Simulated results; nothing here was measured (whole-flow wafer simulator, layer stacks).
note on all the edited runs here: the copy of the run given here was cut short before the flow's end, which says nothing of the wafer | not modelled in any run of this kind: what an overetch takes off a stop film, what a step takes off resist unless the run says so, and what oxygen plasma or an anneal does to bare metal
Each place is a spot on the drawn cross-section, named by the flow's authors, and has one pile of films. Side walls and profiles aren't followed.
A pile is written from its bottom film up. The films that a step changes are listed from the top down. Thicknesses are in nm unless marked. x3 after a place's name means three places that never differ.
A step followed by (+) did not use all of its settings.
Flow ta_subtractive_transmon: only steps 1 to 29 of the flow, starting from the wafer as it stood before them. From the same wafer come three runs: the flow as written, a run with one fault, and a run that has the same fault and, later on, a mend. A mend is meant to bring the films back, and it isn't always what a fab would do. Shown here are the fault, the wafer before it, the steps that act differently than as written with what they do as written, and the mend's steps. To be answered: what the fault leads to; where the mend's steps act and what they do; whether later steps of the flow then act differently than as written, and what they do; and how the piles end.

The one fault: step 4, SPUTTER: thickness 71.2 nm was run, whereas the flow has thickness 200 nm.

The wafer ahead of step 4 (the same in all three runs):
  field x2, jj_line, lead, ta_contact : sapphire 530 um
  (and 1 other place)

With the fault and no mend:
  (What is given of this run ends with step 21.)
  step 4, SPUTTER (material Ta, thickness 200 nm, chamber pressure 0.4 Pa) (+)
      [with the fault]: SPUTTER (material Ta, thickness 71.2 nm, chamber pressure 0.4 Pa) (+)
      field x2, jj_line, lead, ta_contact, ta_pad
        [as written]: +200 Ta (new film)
        [with the fault]: +71.2 Ta (new film)
  Steps later in the flow that act otherwise than as written:
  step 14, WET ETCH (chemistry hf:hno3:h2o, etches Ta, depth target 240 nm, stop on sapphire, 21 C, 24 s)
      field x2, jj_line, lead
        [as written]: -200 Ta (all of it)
        [with the fault]: -71.2 Ta (all of it)
  The piles after step 21 differ from the flow's at ta_contact, ta_pad by more than 2% or 0.5 nm, whichever is larger.
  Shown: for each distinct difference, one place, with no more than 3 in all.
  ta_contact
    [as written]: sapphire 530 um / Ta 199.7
    [with the fault]: sapphire 530 um / Ta 70.9

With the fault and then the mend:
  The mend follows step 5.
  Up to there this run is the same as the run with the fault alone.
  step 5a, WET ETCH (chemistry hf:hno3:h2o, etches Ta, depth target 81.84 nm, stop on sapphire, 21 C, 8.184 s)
      field x2, jj_line, lead, ta_contact, ta_pad
        -71.2 Ta (all of it)
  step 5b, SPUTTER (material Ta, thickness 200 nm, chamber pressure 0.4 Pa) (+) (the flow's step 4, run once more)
      field x2, jj_line, lead, ta_contact, ta_pad
        +200 Ta (new film)
  None of the later steps of the flow acts differently than as written at any place that is followed.
  At every place that both follow, the piles at the end match the flow's.
